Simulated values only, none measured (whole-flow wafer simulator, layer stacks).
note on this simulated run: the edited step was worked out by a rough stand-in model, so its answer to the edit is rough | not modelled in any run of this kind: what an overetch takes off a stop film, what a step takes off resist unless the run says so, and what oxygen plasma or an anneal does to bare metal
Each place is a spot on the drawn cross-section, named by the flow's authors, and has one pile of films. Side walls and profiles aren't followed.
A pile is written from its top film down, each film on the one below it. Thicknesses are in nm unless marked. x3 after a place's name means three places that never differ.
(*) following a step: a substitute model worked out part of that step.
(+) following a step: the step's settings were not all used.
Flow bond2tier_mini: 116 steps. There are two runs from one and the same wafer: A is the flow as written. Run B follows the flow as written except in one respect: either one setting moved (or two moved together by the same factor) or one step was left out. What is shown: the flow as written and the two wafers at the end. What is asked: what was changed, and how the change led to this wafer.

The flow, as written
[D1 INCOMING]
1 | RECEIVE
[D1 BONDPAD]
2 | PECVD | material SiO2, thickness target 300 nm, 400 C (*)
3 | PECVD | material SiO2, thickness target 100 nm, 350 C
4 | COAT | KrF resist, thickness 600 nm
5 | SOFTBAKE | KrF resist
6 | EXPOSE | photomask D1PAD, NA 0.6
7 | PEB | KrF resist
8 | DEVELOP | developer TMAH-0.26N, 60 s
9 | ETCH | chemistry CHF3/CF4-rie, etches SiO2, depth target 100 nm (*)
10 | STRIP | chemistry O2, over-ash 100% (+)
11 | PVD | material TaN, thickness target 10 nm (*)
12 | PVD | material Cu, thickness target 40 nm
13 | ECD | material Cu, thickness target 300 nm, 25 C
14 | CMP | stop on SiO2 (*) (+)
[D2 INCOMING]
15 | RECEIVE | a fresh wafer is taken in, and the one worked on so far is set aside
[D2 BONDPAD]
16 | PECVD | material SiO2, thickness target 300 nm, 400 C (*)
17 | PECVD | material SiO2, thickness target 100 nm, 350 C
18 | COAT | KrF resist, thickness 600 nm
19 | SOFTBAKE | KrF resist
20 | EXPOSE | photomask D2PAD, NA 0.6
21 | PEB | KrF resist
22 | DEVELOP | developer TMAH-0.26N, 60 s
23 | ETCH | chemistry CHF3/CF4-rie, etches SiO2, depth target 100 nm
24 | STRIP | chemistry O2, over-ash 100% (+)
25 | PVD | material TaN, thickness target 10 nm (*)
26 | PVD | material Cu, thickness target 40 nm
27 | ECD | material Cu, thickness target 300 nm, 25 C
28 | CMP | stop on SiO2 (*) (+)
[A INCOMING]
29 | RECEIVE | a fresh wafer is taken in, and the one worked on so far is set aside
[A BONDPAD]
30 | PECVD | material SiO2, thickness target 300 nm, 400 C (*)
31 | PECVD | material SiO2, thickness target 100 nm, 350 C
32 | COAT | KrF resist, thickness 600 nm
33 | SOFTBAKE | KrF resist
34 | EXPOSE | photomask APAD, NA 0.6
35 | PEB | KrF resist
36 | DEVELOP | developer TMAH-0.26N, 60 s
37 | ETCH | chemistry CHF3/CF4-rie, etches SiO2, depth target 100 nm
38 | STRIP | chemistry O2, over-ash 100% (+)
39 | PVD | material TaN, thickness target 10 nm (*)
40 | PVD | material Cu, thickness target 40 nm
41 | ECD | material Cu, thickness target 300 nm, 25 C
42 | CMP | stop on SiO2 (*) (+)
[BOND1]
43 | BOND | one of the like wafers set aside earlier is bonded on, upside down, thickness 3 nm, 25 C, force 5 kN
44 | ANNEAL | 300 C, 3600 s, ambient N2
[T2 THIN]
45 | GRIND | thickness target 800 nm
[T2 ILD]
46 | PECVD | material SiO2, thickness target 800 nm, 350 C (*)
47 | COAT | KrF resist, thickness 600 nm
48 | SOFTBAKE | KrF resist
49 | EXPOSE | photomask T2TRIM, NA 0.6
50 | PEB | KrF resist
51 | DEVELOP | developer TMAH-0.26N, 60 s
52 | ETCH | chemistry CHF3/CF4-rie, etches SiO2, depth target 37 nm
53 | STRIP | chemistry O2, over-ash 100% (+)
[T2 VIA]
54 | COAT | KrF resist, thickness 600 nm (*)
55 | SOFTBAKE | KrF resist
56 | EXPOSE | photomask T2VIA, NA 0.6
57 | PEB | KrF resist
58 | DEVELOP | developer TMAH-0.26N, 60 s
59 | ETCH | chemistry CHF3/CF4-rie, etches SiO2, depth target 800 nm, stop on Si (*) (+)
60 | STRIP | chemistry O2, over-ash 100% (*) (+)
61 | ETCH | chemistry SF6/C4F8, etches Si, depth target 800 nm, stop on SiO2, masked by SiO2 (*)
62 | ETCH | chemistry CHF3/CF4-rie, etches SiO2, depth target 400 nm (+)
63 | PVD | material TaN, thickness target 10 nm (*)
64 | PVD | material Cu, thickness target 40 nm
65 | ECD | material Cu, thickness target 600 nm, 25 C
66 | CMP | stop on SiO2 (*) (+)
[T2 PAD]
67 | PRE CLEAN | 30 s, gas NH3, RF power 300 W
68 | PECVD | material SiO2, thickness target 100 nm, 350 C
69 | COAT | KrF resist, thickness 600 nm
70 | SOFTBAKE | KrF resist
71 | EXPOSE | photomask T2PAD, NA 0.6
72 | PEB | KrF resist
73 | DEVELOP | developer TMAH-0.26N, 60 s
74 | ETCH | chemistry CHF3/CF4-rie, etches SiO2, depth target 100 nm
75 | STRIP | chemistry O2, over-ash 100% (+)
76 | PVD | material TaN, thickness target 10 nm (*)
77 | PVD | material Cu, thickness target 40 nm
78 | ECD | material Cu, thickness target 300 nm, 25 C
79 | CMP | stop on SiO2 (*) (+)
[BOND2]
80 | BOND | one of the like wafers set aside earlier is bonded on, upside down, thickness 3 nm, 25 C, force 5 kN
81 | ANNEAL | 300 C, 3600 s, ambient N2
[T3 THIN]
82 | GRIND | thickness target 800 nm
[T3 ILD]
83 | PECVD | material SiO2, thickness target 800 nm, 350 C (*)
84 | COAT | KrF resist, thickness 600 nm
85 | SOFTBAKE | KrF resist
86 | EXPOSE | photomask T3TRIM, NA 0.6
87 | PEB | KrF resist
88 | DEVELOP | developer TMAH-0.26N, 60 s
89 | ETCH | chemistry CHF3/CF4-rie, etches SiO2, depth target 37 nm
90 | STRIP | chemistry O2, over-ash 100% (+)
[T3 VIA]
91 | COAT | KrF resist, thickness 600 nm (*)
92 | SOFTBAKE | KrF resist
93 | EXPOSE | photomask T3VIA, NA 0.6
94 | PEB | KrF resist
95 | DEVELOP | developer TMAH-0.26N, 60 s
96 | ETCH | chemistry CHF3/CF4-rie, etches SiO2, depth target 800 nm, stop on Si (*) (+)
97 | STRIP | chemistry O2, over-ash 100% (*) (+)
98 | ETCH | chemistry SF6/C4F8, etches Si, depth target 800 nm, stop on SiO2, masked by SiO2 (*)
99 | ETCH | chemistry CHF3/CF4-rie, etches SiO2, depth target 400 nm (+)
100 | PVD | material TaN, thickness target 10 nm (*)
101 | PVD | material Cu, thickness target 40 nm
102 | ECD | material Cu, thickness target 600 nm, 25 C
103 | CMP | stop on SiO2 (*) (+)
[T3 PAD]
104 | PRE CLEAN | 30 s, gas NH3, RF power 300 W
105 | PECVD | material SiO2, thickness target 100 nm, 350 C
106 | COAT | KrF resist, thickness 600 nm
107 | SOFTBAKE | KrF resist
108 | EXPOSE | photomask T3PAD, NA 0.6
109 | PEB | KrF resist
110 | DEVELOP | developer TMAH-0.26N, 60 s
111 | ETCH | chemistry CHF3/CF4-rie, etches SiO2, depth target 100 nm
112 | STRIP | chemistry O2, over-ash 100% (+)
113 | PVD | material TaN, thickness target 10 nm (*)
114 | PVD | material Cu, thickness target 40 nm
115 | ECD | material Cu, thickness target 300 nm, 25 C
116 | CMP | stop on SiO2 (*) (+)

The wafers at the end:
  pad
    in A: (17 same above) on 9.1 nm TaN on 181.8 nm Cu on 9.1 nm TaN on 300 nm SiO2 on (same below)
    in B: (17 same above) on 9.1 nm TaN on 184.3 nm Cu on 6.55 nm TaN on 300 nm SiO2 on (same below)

What caused this: step 39, PVD: thickness target 7.2 nm was run, though the flow has thickness target 10 nm.

Step by step, how the change led to this:
  39 | PVD | material TaN, thickness target 10 nm (*)
      field: A +10 TaN (new film) | B +7.2 TaN (new film)
      pad: A +9.1 TaN (new film) | B +6.55 TaN (new film)
      (as well as at 1 more place)
  42 | CMP | stop on SiO2 (*) (+)
      field: A -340 Cu (all of it), -10 TaN (all of it) | B -340 Cu (all of it), -7.2 TaN (all of it)
